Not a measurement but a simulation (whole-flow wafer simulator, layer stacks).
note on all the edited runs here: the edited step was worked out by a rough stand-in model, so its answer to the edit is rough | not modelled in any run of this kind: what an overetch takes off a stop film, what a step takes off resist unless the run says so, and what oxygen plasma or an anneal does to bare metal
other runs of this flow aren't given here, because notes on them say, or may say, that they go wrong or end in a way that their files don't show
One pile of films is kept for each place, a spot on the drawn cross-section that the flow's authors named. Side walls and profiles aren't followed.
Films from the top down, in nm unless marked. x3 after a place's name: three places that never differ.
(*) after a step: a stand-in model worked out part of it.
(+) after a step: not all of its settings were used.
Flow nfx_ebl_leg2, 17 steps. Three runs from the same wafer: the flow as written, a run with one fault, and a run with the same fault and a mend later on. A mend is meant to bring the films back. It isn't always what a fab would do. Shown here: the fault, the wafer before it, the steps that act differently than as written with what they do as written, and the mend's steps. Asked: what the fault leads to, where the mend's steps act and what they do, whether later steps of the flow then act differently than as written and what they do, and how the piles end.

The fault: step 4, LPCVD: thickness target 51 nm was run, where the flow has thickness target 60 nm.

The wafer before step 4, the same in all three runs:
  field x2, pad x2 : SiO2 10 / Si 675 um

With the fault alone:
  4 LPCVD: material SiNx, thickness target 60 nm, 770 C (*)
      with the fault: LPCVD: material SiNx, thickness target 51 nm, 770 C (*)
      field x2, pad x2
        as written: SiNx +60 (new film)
        with the fault: SiNx +51 (new film)
  Later steps of the flow that act differently than as written:
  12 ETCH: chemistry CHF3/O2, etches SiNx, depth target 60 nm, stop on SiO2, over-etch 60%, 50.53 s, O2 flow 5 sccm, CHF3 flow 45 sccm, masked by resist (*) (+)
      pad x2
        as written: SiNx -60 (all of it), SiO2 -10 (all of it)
        with the fault: SiNx -51 (all of it), SiO2 -10 (all of it)
  At the end the piles differ from the flow's by more than 2% or 0.5 nm, whichever is larger, at field x2.
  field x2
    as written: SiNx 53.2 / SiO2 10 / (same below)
    with the fault: SiNx 44.2 / SiO2 10 / (same below)

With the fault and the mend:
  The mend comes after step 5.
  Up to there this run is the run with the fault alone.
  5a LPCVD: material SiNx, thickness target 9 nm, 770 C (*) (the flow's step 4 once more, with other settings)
      field x2, pad x2
        SiNx +9
  No later step of the flow acts differently than as written at any place that is followed.
  At the end the piles are the same as the flow's at every place that both follow.
